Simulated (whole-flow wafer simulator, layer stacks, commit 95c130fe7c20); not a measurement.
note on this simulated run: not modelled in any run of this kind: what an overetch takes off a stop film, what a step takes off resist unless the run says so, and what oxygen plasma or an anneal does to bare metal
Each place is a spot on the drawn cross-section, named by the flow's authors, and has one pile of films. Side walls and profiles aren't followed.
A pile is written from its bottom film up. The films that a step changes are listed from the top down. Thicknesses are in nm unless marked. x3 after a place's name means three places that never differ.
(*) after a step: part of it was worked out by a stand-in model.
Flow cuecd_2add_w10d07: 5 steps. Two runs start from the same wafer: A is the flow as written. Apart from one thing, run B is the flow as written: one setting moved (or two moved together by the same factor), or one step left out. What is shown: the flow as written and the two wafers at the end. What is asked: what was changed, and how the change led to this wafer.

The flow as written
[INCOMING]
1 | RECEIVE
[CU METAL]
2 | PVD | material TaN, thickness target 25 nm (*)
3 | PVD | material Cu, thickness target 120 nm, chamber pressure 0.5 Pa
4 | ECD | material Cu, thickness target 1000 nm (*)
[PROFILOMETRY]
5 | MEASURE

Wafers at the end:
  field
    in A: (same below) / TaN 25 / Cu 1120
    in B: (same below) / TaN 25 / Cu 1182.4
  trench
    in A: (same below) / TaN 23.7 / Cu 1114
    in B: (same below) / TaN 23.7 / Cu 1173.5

Cause: step 3, PVD: thickness target 182.4 nm was run, while the flow as written has thickness target 120 nm.

Step by step, how the change led to this:
  3 | PVD | material Cu, thickness target 120 nm, chamber pressure 0.5 Pa
      field: A Cu gains 120 (new film) | B Cu gains 182.4 (new film)
      trench: A Cu gains 114 (new film) | B Cu gains 173.5 (new film)
